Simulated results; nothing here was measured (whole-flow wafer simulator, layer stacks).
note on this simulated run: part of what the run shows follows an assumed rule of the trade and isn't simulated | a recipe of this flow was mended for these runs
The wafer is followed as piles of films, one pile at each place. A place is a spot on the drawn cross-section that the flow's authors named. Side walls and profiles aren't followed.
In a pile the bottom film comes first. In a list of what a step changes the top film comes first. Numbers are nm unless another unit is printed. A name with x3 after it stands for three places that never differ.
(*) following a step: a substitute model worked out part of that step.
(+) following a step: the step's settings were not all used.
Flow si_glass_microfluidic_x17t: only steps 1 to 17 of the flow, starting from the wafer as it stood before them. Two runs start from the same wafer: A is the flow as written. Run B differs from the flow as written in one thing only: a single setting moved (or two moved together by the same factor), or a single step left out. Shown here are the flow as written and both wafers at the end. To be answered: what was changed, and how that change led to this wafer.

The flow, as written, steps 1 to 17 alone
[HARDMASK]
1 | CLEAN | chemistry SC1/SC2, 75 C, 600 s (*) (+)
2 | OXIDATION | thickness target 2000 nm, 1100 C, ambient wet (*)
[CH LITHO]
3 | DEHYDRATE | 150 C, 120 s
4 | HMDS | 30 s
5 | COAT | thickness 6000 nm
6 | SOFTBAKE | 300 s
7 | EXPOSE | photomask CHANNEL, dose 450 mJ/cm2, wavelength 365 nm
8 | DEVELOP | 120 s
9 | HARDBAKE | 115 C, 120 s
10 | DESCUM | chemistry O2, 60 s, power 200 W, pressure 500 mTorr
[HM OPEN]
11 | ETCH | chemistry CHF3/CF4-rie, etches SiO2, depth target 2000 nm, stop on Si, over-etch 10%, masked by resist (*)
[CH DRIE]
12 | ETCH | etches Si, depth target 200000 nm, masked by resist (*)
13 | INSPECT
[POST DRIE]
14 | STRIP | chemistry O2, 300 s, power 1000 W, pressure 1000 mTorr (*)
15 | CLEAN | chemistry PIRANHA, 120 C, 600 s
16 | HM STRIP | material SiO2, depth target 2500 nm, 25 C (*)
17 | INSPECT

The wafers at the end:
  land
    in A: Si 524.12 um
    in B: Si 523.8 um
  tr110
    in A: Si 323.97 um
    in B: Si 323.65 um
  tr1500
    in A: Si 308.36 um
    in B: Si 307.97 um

Cause: step 2, OXIDATION: thickness target 2720 nm was run, though the flow has thickness target 2000 nm; step 11, ETCH: depth target 2720 nm was run, where the flow has depth target 2000 nm.

Step by step, how the change led to this:
  2 | OXIDATION | thickness target 2000 nm, 1100 C, ambient wet (*)
      land, tr110, tr1500, tr15: A +2000 SiO2 (new film), -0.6 chemical SiO2 (all of it), -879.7 Si | B +2720 SiO2 (new film), -0.6 chemical SiO2 (all of it), -1196.5 Si
  11 | ETCH | chemistry CHF3/CF4-rie, etches SiO2, depth target 2000 nm, stop on Si, over-etch 10%, masked by resist (*)
      tr110, tr1500, tr15: A -2000 SiO2 (all of it), -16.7 Si | B -2720 SiO2 (all of it), -22.7 Si
      land: A -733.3 thick-i-line-resist | B -997.3 thick-i-line-resist
  12 | ETCH | etches Si, depth target 200000 nm, masked by resist (*)
      tr1500: A -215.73 um Si | B -215.8 um Si
      tr15: A -149.99 um Si | B -149.83 um Si
  14 | STRIP | chemistry O2, 300 s, power 1000 W, pressure 1000 mTorr (*)
      land: A -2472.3 thick-i-line-resist (all of it) | B -2207.5 thick-i-line-resist (all of it)
  16 | HM STRIP | material SiO2, depth target 2500 nm, 25 C (*)
      land: A -2000 SiO2 (all of it) | B -2720 SiO2 (all of it)
